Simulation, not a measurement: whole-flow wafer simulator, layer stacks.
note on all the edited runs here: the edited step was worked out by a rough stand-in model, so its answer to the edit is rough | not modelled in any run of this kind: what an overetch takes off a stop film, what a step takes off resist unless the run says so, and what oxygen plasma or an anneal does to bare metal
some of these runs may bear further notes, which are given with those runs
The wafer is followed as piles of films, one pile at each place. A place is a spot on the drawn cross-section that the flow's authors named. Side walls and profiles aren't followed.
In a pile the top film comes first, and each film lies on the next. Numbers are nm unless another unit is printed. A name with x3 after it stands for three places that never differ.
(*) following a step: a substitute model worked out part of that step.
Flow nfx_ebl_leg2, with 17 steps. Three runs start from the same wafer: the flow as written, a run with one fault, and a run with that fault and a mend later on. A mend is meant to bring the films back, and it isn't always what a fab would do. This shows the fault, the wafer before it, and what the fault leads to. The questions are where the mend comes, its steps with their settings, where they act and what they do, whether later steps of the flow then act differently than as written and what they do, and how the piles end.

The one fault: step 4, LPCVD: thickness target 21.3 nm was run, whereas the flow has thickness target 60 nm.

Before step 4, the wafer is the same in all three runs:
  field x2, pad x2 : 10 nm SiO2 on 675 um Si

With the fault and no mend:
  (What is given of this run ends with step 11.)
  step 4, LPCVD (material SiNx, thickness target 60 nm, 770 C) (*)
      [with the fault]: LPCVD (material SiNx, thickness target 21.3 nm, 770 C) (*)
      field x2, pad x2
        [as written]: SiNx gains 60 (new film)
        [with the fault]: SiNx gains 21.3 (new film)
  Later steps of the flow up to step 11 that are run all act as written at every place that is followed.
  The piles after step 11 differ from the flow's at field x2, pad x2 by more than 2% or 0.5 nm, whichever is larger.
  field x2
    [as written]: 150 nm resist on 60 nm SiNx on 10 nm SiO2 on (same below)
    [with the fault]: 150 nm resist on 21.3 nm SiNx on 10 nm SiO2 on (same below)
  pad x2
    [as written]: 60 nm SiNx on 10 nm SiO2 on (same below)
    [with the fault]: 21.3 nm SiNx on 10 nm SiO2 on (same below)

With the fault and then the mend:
  The mend stands after step 5.
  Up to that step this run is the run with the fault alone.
  step 5a, ETCH (chemistry h3po4, depth target 24.49 nm)
      field x2, pad x2
        SiNx loses 21.3 (all of it)
  step 5b, CLEAN (chemistry SC1/SC2) (the flow's step 2 again)
      leaves every film unchanged at each place that is followed
  step 5c, LPCVD (material SiNx, thickness target 60 nm, 770 C) (*) (the flow's step 4 again)
      field x2, pad x2
        SiNx gains 60 (new film)
  Later steps of the flow that are run all act as written at every place that is followed.
  By the end, the piles equal the flow's at every place that both follow.
